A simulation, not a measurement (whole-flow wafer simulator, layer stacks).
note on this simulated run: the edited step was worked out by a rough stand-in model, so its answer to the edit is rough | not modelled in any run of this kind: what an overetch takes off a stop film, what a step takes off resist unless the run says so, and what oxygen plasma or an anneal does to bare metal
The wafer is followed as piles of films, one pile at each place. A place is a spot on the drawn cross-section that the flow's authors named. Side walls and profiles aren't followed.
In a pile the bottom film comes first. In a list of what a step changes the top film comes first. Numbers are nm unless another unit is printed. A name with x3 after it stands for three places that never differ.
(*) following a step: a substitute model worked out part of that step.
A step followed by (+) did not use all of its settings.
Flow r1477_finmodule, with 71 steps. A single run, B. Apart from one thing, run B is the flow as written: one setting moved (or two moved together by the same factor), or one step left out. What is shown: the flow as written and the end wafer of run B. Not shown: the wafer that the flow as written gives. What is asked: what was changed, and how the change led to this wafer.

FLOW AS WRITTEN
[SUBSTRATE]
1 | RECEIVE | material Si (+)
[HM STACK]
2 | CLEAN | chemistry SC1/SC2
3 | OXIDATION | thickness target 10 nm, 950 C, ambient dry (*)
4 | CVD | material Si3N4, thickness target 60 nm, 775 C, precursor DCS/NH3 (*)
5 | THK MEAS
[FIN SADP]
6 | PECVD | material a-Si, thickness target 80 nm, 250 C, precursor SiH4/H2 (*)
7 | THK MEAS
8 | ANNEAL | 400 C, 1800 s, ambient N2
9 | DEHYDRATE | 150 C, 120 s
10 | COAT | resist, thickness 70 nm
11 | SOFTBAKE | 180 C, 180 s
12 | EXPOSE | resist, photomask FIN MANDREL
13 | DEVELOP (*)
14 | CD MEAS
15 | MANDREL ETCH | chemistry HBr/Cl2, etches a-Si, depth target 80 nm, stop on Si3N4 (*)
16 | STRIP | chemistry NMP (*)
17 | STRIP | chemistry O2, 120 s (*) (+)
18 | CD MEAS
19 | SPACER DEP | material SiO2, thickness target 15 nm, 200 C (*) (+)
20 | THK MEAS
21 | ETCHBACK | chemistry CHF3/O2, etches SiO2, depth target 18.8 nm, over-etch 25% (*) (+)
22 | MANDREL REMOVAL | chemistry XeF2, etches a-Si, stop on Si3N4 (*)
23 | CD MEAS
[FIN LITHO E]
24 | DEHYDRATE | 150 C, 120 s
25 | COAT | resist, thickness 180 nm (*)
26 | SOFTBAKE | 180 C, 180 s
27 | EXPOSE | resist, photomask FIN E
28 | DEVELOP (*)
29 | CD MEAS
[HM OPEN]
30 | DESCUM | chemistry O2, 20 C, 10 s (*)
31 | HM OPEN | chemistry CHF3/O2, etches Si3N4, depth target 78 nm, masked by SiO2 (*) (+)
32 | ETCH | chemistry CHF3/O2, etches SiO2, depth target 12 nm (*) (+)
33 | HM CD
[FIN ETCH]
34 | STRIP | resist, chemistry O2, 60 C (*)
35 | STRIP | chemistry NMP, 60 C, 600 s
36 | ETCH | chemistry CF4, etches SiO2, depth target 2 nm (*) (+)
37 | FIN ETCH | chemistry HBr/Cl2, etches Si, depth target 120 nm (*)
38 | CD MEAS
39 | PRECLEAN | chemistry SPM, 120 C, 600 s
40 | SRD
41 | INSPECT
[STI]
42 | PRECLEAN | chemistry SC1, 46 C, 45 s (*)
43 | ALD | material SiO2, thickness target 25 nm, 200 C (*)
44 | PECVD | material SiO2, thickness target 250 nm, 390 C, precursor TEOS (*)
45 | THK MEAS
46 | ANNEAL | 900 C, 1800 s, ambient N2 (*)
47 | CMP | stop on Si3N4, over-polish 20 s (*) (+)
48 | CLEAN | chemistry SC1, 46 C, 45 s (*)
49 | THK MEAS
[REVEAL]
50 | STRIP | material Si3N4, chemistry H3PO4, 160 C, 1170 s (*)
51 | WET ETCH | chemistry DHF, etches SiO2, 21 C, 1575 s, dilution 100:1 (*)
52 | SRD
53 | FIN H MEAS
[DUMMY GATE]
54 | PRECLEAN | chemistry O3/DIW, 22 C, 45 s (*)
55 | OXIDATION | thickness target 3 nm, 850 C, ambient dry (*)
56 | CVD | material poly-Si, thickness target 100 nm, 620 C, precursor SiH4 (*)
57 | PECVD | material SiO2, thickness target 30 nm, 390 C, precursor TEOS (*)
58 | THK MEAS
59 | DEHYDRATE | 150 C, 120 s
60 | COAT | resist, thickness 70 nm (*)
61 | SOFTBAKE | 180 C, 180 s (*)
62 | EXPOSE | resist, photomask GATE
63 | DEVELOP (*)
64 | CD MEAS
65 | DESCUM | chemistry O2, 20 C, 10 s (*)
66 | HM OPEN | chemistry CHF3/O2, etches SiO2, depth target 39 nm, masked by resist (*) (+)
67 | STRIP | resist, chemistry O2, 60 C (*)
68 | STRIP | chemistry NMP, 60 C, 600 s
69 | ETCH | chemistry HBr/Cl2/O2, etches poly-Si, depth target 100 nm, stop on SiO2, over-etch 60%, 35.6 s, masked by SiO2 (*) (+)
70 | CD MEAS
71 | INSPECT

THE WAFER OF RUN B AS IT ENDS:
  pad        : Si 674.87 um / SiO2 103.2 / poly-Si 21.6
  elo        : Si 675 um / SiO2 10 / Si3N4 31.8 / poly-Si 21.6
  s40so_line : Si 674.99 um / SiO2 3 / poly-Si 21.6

The reason: step 69, ETCH: depth target 47.5 nm was run, while the flow as written has depth target 100 nm; step 69, ETCH: 16.9 s was run, where the flow has 35.6 s.

The path from the change to this, step by step:
  69 | ETCH | chemistry HBr/Cl2/O2, etches poly-Si, depth target 100 nm, stop on SiO2, over-etch 60%, 35.6 s, masked by SiO2 (*) (+)
      pad, eso, e40so and 8 more: -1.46 chemical SiO2 (all of it), -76 poly-Si (in the flow as written it would be: -1.46 chemical SiO2 (all of it), -97.6 poly-Si (all of it), -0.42 SiO2)
      elo, e40lo, e100lo, e200lo: -1.46 chemical SiO2 (all of it), -76 poly-Si (in the flow as written it would be: -1.46 chemical SiO2 (all of it), -97.6 poly-Si (all of it), -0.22 Si3N4)
      (as well as at 21 more places)
